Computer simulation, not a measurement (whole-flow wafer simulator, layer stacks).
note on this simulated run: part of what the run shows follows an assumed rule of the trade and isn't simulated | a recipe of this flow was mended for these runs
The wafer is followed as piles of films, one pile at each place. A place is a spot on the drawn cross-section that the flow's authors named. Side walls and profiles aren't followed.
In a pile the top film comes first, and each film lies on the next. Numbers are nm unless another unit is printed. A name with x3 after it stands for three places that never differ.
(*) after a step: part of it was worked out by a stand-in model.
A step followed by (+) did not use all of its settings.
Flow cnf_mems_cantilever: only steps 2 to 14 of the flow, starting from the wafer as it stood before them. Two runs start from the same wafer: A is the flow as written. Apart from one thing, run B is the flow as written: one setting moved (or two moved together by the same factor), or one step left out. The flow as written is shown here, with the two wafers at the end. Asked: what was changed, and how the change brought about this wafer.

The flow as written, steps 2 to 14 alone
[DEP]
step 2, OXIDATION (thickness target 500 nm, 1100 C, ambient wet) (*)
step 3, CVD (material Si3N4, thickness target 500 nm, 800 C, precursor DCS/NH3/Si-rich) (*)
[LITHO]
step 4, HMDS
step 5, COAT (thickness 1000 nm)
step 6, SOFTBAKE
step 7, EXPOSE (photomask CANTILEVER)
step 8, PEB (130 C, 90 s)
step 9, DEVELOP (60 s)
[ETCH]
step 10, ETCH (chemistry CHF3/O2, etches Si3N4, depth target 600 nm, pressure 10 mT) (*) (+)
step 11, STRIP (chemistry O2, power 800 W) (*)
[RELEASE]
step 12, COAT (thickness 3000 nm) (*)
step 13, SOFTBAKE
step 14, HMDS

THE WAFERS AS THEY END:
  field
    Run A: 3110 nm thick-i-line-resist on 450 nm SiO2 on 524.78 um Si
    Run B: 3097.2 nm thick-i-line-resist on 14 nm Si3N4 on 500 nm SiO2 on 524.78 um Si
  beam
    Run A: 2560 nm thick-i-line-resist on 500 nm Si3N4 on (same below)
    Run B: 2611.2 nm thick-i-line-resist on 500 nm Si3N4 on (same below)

What caused this: step 10, ETCH: depth target 486 nm was run, though the flow has depth target 600 nm.

Step by step, how the change led to this:
  step 10, ETCH (chemistry CHF3/O2, etches Si3N4, depth target 600 nm, pressure 10 mT) (*) (+)
      field: A Si3N4 loses 500 (all of it), SiO2 loses 50 | B Si3N4 loses 486
      beam: A KrF-resist loses 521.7 | B KrF-resist loses 422.6
  step 11, STRIP (chemistry O2, power 800 W) (*)
      beam: A KrF-resist loses 460.9 (all of it) | B KrF-resist loses 560.1 (all of it)
  step 13, SOFTBAKE
      field: A thick-i-line-resist gains 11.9 | B thick-i-line-resist gains 10.3
      beam: A thick-i-line-resist loses 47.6 | B thick-i-line-resist loses 41.1
